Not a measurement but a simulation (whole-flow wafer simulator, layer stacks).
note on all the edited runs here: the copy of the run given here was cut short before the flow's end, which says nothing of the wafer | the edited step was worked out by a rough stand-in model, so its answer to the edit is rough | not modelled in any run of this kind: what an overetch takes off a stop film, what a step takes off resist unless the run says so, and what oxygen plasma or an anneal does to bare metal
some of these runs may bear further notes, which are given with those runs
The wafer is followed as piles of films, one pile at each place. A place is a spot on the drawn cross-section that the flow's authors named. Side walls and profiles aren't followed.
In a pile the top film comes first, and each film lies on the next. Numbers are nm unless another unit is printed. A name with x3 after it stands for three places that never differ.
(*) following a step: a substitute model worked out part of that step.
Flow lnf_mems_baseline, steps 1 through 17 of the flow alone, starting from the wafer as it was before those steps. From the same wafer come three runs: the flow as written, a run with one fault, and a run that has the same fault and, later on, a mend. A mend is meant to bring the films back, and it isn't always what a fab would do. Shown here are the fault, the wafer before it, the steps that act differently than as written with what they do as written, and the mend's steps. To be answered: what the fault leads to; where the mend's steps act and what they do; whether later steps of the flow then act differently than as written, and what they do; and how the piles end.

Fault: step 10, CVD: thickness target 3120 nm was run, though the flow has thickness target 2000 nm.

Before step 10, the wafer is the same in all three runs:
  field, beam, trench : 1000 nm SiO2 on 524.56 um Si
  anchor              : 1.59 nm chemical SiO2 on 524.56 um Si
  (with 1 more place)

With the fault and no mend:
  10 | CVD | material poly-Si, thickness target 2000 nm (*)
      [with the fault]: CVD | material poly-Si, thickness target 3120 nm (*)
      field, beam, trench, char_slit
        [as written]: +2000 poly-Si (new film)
        [with the fault]: +3120 poly-Si (new film)
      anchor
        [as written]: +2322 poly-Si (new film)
        [with the fault]: +3734.9 poly-Si (new film)
  Steps further on in the flow that do not act as written (not shown: 1 more step that differs only slightly, by at most 2% or 0.5 nm, whichever is larger):
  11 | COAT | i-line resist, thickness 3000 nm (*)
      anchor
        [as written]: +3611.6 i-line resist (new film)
        [with the fault]: +3336.1 i-line resist (new film)
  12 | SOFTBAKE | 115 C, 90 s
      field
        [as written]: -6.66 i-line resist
        [with the fault]: -5.01 i-line resist
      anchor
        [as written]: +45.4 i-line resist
        [with the fault]: +33.1 i-line resist
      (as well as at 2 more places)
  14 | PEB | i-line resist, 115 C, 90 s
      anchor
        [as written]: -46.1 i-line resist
        [with the fault]: -41 i-line resist
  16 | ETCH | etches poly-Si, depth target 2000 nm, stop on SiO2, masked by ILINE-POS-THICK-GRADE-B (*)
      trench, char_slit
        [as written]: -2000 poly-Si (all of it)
        [with the fault]: -2000 poly-Si
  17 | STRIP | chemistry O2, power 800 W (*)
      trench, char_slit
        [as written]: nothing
        [with the fault]: +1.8 chemical SiO2 (new film), -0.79 poly-Si
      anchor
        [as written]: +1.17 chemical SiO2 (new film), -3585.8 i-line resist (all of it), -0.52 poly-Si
        [with the fault]: +1.15 chemical SiO2 (new film), -3303.1 i-line resist (all of it), -0.51 poly-Si
  The piles end different from the flow's at field, anchor, beam, trench, char_slit by more than 2% or 0.5 nm, whichever is larger.
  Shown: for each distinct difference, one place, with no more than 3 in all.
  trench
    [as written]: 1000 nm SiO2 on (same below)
    [with the fault]: 1.8 nm chemical SiO2 on 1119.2 nm poly-Si on 1000 nm SiO2 on (same below)
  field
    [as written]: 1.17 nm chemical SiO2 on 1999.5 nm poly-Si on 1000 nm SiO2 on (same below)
    [with the fault]: 1.15 nm chemical SiO2 on 3119.5 nm poly-Si on 1000 nm SiO2 on (same below)
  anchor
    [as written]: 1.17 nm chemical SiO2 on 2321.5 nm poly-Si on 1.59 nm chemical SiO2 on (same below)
    [with the fault]: 1.15 nm chemical SiO2 on 3734.4 nm poly-Si on 1.59 nm chemical SiO2 on (same below)

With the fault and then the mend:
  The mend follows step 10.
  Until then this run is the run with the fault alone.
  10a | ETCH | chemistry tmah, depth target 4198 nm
      field, beam, trench, char_slit
        -3120 poly-Si (all of it)
      anchor
        -3734.9 poly-Si (all of it)
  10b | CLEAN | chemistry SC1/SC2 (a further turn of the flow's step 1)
      does not change any film at any place that is followed
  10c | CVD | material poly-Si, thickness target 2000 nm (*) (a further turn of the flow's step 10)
      field, beam, trench, char_slit
        +2000 poly-Si (new film)
      anchor
        +2322 poly-Si (new film)
  Every later step of the flow that is run acts as written at every place that is followed.
  At every place that both follow, the piles at the end match the flow's.
